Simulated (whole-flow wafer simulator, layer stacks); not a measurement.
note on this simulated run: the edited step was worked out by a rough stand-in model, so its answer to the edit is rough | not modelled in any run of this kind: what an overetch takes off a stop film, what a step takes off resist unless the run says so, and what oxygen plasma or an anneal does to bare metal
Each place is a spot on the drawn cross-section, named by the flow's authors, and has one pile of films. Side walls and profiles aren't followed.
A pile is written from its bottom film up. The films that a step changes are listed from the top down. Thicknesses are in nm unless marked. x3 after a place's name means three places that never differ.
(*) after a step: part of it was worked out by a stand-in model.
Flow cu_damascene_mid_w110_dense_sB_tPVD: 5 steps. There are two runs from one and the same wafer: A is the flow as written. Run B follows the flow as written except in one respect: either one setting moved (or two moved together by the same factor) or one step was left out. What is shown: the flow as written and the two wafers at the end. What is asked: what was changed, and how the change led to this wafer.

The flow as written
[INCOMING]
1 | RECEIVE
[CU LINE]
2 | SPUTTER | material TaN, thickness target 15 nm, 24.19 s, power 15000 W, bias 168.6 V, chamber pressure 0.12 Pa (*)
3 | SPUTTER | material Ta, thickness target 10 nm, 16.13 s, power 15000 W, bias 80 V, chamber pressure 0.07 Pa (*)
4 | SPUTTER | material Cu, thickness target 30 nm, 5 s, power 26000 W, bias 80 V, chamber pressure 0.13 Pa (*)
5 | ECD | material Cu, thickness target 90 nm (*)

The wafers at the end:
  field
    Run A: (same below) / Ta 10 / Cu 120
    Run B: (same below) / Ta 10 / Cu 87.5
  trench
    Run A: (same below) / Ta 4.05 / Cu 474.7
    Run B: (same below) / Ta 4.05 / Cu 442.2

Cause: step 5, ECD: thickness target 57.5 nm was run, while the flow as written has thickness target 90 nm.

Step by step, how the change led to this:
  5 | ECD | material Cu, thickness target 90 nm (*)
      field: A +90 Cu | B +57.5 Cu
      trench: A +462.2 Cu | B +429.7 Cu
